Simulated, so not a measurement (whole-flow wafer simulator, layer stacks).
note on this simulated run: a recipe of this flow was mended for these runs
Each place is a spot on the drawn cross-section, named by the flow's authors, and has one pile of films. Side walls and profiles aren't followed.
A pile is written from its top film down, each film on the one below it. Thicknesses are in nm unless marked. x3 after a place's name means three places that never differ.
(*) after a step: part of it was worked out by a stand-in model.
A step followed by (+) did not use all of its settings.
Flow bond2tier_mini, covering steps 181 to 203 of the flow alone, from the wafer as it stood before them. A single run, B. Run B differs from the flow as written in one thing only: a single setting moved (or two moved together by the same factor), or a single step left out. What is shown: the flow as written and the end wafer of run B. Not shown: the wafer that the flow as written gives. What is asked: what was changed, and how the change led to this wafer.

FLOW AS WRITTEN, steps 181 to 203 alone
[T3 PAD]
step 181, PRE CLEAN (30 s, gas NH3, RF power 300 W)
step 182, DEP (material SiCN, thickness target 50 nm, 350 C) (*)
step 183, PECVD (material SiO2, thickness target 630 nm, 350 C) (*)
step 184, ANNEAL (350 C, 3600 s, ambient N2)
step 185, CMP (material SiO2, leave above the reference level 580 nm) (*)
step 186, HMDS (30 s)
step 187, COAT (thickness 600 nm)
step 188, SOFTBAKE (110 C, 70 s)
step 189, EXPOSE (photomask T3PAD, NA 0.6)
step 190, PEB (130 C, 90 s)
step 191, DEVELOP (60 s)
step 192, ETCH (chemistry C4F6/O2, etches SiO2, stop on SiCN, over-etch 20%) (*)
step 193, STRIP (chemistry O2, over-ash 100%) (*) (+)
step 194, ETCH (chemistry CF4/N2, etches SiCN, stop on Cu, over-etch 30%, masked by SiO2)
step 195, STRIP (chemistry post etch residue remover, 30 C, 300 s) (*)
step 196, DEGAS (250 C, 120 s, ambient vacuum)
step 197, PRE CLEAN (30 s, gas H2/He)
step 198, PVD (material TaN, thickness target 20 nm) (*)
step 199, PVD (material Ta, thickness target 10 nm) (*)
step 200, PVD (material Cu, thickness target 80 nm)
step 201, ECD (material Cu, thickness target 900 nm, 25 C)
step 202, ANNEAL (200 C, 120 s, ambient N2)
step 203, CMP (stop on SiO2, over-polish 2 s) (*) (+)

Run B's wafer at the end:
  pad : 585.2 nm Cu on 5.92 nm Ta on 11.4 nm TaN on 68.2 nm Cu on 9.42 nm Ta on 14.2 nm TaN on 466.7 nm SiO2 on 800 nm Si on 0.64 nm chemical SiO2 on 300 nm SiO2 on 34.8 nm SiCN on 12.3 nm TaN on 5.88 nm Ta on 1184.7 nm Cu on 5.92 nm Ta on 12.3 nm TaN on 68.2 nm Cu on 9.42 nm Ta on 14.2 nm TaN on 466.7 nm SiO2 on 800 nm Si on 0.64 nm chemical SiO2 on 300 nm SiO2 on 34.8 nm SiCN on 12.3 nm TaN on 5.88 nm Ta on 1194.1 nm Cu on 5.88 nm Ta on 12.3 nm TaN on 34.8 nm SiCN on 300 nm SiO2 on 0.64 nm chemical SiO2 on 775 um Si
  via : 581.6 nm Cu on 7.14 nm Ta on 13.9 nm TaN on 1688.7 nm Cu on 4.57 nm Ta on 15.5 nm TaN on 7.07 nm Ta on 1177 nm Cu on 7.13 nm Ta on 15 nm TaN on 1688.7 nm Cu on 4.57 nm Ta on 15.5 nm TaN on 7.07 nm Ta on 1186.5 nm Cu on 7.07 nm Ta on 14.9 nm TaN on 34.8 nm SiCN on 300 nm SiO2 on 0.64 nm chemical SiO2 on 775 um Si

The reason: step 198, PVD: thickness target 18.5 nm was run, whereas the flow has thickness target 20 nm.

How this came from the change, step by step:
  step 198, PVD (material TaN, thickness target 20 nm) (*)
      field: +18.5 TaN (new film) (in the flow as written it would be: +20 TaN (new film))
      pad: +11.4 TaN (new film) (in the flow as written it would be: +12.3 TaN (new film))
      (and at 1 other place as well)
  step 203, CMP (stop on SiO2, over-polish 2 s) (*) (+)
      field: -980 Cu (all of it), -10 Ta (all of it), -18.5 TaN (all of it) (in the flow as written it would be: -980 Cu (all of it), -10 Ta (all of it), -20 TaN (all of it))
